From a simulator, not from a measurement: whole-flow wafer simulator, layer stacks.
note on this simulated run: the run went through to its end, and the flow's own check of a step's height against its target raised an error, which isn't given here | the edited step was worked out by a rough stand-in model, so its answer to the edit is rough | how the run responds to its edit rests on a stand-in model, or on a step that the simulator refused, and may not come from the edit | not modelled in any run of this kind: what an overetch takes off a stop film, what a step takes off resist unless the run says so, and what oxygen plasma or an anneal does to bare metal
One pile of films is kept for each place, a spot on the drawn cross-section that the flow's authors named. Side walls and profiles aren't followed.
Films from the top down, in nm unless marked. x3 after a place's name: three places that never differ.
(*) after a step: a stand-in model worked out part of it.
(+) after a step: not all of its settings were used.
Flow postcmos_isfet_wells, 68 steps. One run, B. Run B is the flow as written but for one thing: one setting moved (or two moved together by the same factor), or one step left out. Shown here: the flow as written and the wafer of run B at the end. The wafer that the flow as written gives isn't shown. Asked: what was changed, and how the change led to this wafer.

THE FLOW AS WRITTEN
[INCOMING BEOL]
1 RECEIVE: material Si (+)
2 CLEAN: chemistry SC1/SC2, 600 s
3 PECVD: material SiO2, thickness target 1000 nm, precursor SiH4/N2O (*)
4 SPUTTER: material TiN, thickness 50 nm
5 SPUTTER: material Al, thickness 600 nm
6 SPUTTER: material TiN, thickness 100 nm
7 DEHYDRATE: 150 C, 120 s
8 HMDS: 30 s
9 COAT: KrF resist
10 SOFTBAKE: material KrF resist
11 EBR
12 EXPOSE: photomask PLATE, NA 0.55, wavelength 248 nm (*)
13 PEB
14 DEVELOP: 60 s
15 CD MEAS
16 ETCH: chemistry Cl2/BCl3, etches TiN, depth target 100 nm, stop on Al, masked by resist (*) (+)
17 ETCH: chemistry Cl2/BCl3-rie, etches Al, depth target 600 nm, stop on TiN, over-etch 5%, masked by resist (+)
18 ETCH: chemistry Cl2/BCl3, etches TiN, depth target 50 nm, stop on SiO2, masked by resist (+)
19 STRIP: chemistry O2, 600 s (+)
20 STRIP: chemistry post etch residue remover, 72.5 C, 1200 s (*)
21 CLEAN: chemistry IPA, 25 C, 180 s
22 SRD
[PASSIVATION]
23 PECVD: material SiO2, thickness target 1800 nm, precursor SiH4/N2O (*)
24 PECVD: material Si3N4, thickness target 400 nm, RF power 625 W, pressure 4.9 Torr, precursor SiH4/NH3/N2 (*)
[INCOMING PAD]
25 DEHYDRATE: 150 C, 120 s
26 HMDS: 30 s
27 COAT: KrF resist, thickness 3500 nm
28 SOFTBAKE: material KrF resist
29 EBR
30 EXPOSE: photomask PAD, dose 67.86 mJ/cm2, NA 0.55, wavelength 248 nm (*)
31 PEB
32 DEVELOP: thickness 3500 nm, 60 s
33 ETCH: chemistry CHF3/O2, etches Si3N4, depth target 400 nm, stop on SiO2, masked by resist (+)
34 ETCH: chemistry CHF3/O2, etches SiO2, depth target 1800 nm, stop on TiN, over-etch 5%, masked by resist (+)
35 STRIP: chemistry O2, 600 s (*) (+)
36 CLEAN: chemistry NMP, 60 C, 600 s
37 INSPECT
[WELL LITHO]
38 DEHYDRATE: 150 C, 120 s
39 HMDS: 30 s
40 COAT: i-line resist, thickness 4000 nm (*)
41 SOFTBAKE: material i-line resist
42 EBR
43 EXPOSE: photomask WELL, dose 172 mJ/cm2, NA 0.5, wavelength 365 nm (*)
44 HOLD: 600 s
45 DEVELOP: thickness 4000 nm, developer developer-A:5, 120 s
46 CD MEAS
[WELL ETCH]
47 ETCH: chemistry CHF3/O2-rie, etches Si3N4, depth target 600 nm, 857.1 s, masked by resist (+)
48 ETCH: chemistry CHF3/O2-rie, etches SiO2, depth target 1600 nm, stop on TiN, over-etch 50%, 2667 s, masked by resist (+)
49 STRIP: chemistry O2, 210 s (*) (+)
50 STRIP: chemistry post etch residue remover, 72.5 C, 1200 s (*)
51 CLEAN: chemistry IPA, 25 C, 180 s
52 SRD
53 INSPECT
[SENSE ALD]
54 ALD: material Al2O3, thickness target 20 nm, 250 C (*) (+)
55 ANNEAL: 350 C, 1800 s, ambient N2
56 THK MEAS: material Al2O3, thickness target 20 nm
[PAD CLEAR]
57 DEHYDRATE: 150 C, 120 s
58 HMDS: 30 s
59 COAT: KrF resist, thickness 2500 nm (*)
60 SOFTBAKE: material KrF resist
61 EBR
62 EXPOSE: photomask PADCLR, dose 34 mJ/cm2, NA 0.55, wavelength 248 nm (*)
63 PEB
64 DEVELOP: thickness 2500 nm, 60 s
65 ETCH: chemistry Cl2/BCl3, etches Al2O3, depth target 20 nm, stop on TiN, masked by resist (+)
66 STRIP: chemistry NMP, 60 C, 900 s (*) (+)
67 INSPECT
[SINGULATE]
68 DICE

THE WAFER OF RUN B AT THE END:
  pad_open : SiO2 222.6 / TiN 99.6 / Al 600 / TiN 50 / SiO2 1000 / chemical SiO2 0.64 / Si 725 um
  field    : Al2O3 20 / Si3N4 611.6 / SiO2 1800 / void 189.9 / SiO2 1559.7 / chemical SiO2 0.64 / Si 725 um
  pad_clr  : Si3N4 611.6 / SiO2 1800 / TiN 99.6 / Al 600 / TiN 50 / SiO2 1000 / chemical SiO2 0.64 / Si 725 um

The cause: step 24, PECVD: thickness target 612 nm was run, where the flow has thickness target 400 nm.

How the change led to this, step by step:
  24 PECVD: material Si3N4, thickness target 400 nm, RF power 625 W, pressure 4.9 Torr, precursor SiH4/NH3/N2 (*)
      field, margin, well900, well1300 x3, pad_rim, pad_clr, pad_open: Si3N4 +612 (new film) (as written it would be: Si3N4 +400 (new film))
  33 ETCH: chemistry CHF3/O2, etches Si3N4, depth target 400 nm, stop on SiO2, masked by resist (+)
      pad_open: Si3N4 -400 (as written it would be: Si3N4 -400 (all of it))
  34 ETCH: chemistry CHF3/O2, etches SiO2, depth target 1800 nm, stop on TiN, over-etch 5%, masked by resist (+)
      pad_open: Si3N4 -212 (all of it), SiO2 -1577.4 (as written it would be: SiO2 -1800 (all of it))
  47 ETCH: chemistry CHF3/O2-rie, etches Si3N4, depth target 600 nm, 857.1 s, masked by resist (+)
      well900, well1300 x3: Si3N4 -600 (as written it would be: Si3N4 -400 (all of it), SiO2 -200)
  48 ETCH: chemistry CHF3/O2-rie, etches SiO2, depth target 1600 nm, stop on TiN, over-etch 50%, 2667 s, masked by resist (+)
      well900, well1300 x3: Si3N4 -12 (all of it), SiO2 -1800 (all of it) (as written it would be: SiO2 -1600 (all of it))
  59 COAT: KrF resist, thickness 2500 nm (*)
      field: KrF resist +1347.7 (new film) (as written it would be: KrF resist +1449 (new film))
      margin: KrF resist +1347.6 (new film) (as written it would be: KrF resist +1448.9 (new film))
  63 PEB
      field, margin: KrF resist -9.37 (as written it would be: KrF resist -10.1)
  66 STRIP: chemistry NMP, 60 C, 900 s (*) (+)
      field: KrF resist -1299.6 (all of it) (as written it would be: KrF resist -1400.1 (all of it))
      margin: KrF resist -1299.5 (all of it) (as written it would be: KrF resist -1400.1 (all of it))
